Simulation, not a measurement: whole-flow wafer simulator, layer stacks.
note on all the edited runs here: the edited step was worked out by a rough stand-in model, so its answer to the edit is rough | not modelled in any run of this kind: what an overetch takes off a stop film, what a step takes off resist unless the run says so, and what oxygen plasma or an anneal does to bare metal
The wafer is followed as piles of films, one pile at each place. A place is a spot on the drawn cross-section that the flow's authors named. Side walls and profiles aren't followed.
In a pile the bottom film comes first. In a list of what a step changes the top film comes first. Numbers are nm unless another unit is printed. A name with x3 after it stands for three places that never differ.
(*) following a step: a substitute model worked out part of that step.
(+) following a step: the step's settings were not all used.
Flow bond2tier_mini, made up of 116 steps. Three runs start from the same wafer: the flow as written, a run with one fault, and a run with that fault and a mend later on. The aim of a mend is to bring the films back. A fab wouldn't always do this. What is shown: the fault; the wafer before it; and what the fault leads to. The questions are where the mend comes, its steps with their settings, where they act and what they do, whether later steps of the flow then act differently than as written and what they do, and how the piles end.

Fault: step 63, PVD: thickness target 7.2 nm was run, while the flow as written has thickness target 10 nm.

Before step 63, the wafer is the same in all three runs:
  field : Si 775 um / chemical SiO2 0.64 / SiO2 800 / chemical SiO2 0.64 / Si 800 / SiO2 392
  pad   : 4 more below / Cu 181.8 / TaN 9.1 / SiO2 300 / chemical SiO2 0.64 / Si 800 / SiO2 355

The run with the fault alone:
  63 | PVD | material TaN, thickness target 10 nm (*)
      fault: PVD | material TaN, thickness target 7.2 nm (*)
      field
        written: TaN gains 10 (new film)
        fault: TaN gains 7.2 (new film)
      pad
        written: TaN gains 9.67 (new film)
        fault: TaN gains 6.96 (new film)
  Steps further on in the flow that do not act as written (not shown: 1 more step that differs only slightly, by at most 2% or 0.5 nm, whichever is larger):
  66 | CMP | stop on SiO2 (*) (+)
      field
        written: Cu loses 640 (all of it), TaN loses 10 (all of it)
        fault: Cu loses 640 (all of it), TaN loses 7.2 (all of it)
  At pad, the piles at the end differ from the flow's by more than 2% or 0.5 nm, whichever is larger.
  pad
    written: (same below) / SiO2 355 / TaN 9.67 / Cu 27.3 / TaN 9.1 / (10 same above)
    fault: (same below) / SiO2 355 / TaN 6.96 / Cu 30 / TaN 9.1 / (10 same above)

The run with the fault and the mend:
  The mend stands after step 63.
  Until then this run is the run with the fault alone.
  63a | PVD | material TaN, thickness target 2.8 nm (*) (a further turn of the flow's step 63, with different settings)
      field
        TaN gains 2.8
      pad
        TaN gains 2.71
  None of the later steps of the flow acts differently than as written at any place that is followed.
  The piles end the same as the flow's at every place that both follow.
